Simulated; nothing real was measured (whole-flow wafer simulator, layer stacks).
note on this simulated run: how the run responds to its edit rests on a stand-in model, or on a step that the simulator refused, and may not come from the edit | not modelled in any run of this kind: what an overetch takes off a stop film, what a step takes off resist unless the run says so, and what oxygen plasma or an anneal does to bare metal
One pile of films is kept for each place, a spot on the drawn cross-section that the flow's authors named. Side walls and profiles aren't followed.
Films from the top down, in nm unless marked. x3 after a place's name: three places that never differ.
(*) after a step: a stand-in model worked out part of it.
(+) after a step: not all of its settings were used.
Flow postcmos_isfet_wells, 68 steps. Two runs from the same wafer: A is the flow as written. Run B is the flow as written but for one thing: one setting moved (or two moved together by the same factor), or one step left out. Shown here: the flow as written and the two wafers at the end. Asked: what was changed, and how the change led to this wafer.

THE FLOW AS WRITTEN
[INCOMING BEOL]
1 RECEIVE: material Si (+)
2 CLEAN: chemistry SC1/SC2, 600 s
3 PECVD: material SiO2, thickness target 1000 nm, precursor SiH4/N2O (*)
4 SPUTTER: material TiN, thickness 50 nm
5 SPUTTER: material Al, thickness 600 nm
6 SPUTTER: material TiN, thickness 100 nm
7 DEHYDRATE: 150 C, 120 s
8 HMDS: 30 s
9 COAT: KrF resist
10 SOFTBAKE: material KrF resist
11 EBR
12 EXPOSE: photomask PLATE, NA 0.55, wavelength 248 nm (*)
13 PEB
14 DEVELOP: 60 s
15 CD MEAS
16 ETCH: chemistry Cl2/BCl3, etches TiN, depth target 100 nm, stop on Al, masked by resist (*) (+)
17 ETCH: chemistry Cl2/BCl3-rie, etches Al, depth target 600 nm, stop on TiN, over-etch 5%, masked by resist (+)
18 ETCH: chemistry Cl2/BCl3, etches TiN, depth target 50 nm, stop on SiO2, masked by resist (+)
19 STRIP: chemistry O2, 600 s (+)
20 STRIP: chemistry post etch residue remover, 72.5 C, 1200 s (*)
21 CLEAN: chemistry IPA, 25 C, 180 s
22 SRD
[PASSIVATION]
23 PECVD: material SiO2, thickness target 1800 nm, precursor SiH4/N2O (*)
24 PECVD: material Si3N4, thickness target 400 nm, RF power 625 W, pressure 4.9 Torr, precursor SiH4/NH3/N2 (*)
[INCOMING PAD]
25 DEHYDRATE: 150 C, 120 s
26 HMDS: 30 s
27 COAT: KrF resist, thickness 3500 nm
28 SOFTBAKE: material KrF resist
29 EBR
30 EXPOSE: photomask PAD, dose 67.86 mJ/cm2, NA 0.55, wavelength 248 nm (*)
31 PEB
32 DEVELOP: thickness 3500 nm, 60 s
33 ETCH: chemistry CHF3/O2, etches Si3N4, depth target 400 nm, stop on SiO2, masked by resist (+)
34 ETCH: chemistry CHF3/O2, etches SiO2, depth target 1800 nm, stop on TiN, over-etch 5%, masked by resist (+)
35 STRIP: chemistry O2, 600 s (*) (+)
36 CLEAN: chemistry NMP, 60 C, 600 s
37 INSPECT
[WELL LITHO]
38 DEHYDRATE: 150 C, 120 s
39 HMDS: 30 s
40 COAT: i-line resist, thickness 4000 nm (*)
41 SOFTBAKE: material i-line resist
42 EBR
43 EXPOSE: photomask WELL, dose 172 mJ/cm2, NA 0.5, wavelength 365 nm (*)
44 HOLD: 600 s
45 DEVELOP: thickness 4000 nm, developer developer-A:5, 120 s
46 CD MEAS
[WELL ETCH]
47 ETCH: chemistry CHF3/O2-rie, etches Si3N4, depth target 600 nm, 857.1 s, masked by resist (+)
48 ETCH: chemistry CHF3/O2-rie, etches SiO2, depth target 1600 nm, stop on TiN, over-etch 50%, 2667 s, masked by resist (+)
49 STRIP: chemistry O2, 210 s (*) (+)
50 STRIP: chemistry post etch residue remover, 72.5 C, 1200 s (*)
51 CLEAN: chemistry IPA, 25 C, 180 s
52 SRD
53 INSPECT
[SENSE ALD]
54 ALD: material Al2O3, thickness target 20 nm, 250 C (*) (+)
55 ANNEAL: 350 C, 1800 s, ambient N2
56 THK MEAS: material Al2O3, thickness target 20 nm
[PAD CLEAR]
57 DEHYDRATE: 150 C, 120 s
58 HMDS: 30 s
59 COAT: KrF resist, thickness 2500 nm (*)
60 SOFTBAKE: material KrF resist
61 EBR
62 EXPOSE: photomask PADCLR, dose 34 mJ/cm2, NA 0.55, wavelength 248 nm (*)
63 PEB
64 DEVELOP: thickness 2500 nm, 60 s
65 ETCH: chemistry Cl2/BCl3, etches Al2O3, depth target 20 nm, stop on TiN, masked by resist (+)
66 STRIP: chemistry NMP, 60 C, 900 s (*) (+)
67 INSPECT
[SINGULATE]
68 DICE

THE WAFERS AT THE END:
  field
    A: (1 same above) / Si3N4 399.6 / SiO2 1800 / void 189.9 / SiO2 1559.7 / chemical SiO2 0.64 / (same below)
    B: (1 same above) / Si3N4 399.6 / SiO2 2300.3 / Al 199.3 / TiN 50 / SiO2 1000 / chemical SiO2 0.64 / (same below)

The cause: step 17, ETCH: depth target 345 nm was run, where the flow has depth target 600 nm.

How the change led to this, step by step:
  17 ETCH: chemistry Cl2/BCl3-rie, etches Al, depth target 600 nm, stop on TiN, over-etch 5%, masked by resist (+)
      field: A Al -600 (all of it) | B Al -345
      margin, well900, well1300 x3, pad_rim, pad_clr, pad_open: A KrF resist -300 | B KrF resist -172.5
  18 ETCH: chemistry Cl2/BCl3, etches TiN, depth target 50 nm, stop on SiO2, masked by resist (+)
      field: A TiN -50 (all of it) | B Al -50
  19 STRIP: chemistry O2, 600 s (+)
      margin, well900, well1300 x3, pad_rim, pad_clr, pad_open: A KrF resist -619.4 (all of it) | B KrF resist -746.9 (all of it)
  20 STRIP: chemistry post etch residue remover, 72.5 C, 1200 s (*)
      field: A nothing | B Al -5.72
  23 PECVD: material SiO2, thickness target 1800 nm, precursor SiH4/N2O (*)
      field: A SiO2 +1800 (new film), void +189.9 (new film), SiO2 +559.7 | B SiO2 +2300.3 (new film)
Counting metal films that touch as one body, field has 1 body; the flow as written gives 0 bodies.
